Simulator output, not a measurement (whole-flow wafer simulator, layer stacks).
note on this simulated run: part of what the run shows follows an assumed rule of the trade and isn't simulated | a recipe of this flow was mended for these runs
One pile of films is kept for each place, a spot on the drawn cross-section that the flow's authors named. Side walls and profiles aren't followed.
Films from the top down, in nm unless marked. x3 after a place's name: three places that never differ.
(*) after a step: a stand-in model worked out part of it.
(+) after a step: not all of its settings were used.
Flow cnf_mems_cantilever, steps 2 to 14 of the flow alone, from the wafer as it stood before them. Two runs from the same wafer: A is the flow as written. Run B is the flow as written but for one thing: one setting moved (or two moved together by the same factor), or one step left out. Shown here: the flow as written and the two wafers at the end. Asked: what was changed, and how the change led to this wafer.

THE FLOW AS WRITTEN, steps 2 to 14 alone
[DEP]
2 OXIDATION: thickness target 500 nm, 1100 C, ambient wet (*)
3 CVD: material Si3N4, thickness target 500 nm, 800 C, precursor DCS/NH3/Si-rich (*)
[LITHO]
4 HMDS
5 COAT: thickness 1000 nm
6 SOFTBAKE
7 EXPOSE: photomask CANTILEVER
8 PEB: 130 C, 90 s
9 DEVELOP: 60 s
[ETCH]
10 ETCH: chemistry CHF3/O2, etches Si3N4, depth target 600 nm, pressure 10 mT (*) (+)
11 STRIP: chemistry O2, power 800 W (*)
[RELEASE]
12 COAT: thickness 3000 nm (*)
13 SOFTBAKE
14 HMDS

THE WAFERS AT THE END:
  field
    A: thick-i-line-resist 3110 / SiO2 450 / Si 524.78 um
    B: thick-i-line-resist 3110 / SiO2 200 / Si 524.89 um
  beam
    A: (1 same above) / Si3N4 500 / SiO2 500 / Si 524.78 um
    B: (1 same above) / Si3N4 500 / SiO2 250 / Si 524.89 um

The cause: step 2, OXIDATION: thickness target 250 nm was run, where the flow has thickness target 500 nm.
It can be read off the wafer: beam has SiO2 250, and step 2 as written asks for 500 nm.

How the change led to this, step by step:
  2 OXIDATION: thickness target 500 nm, 1100 C, ambient wet (*)
      field, beam: A SiO2 +500 (new film), chemical SiO2 -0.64 (all of it), Si -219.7 | B SiO2 +250 (new film), chemical SiO2 -0.64 (all of it), Si -109.7
